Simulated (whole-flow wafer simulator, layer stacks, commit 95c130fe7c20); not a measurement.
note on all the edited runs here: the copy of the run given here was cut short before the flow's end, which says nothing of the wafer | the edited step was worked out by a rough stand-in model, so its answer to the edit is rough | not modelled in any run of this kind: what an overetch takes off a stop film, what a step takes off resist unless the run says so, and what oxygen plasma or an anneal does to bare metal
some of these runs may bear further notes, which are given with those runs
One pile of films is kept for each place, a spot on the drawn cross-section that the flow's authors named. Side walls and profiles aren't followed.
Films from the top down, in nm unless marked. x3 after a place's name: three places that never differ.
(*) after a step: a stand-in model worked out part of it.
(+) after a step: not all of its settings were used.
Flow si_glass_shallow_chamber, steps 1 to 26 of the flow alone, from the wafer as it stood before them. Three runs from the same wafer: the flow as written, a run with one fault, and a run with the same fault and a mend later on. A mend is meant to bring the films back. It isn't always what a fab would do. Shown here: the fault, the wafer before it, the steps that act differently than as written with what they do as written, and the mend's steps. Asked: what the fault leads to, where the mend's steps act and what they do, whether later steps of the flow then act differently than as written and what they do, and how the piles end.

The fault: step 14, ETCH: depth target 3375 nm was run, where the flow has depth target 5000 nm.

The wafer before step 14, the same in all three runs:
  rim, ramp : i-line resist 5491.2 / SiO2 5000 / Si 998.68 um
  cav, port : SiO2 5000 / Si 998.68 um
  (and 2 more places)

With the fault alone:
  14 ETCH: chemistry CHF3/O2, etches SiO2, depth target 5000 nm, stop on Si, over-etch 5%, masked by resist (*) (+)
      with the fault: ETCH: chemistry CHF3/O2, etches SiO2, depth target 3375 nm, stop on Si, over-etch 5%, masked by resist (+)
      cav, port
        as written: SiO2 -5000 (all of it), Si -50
        with the fault: SiO2 -3543.8
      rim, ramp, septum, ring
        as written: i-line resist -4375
        with the fault: i-line resist -2953.1
  Later steps of the flow that act differently than as written (1 more step differs only slightly, by at most 2% or 0.5 nm, whichever is larger, and isn't shown):
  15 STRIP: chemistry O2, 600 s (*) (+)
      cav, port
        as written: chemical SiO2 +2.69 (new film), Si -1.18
        with the fault: nothing
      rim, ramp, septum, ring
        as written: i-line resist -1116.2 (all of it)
        with the fault: i-line resist -2538 (all of it)
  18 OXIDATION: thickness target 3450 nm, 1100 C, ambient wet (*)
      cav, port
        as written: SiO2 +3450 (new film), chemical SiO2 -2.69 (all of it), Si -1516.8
        with the fault: SiO2 +2316, Si -1019
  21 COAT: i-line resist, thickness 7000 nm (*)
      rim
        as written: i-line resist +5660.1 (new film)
        with the fault: i-line resist +5962.1 (new film)
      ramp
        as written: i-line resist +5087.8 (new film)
        with the fault: i-line resist +5508.2 (new film)
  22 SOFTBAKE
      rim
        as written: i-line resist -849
        with the fault: i-line resist -681.9
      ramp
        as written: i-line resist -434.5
        with the fault: i-line resist -327.1
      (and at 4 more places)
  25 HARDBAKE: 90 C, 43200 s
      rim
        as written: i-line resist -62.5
        with the fault: i-line resist -79.7
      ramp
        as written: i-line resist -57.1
        with the fault: i-line resist -75.9
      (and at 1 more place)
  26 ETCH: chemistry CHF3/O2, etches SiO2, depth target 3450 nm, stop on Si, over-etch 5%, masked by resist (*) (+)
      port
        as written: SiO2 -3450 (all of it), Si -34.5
        with the fault: SiO2 -3622.5
  At the end the piles differ from the flow's by more than 2% or 0.5 nm, whichever is larger, at rim, ramp, cav, port.
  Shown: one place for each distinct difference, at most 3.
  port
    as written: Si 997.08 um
    with the fault: SiO2 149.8 / Si 997.66 um
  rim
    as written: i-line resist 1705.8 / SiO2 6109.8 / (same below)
    with the fault: i-line resist 2157.8 / SiO2 6109.8 / (same below)
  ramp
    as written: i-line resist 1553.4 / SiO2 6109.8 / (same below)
    with the fault: i-line resist 2062.4 / SiO2 6109.8 / (same below)

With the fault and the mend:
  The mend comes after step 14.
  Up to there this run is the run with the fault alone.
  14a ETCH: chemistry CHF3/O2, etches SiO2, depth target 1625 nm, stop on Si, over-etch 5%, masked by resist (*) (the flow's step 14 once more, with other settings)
      rim, ramp, septum, ring
        i-line resist -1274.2
      cav, port
        SiO2 -1456.2 (all of it), Si -50
  Later steps of the flow that act differently than as written:
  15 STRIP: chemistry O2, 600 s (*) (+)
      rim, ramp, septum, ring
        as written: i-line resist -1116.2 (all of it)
        with the mend: i-line resist -1263.8 (all of it)
  At the end the piles are the same as the flow's at every place that both follow.
